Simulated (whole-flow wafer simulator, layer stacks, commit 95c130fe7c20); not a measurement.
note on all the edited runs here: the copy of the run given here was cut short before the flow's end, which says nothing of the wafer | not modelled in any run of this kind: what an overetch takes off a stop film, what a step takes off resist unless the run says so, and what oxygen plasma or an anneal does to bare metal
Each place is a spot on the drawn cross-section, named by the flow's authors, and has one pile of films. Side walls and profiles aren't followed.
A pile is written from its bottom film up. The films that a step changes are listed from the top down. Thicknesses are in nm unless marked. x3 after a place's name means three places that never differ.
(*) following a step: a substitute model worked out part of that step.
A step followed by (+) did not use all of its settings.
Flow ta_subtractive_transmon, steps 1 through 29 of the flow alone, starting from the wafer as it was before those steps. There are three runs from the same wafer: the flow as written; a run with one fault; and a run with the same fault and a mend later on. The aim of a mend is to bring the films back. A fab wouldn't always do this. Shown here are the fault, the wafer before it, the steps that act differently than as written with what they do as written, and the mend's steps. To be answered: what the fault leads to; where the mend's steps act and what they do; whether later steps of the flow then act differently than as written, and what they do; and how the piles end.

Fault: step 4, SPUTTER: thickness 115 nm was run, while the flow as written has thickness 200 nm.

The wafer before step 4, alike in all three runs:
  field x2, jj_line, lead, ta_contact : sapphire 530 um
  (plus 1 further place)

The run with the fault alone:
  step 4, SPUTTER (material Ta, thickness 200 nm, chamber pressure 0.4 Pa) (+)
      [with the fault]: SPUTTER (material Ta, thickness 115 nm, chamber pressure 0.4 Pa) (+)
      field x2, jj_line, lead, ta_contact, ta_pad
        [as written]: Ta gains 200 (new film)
        [with the fault]: Ta gains 115 (new film)
  Later steps of the flow acting differently than as written:
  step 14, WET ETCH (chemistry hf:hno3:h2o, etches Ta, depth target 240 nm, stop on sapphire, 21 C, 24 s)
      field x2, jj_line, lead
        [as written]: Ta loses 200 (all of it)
        [with the fault]: Ta loses 115 (all of it)
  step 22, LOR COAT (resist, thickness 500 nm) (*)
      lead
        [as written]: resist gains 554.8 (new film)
        [with the fault]: resist gains 532.5 (new film)
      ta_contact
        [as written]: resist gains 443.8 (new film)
        [with the fault]: resist gains 466.4 (new film)
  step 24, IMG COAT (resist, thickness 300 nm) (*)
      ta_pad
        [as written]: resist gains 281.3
        [with the fault]: resist gains 289.1
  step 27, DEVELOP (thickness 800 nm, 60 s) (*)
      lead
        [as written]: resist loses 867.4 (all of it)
        [with the fault]: resist loses 839.7 (all of it)
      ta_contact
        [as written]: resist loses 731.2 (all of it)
        [with the fault]: resist loses 759.4 (all of it)
  The piles end different from the flow's at ta_contact, ta_pad by more than 2% or 0.5 nm, whichever is larger.
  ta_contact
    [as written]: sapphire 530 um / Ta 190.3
    [with the fault]: sapphire 530 um / Ta 105.3
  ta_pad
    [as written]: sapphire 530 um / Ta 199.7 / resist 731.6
    [with the fault]: sapphire 530 um / Ta 114.7 / resist 745.2

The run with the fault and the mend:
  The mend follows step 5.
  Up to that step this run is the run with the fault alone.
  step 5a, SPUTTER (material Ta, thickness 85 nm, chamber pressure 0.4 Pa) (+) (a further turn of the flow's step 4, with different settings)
      field x2, jj_line, lead, ta_contact, ta_pad
        Ta gains 85
  Every later step of the flow that is run acts as written at every place that is followed.
  By the end, the piles equal the flow's at every place that both follow.
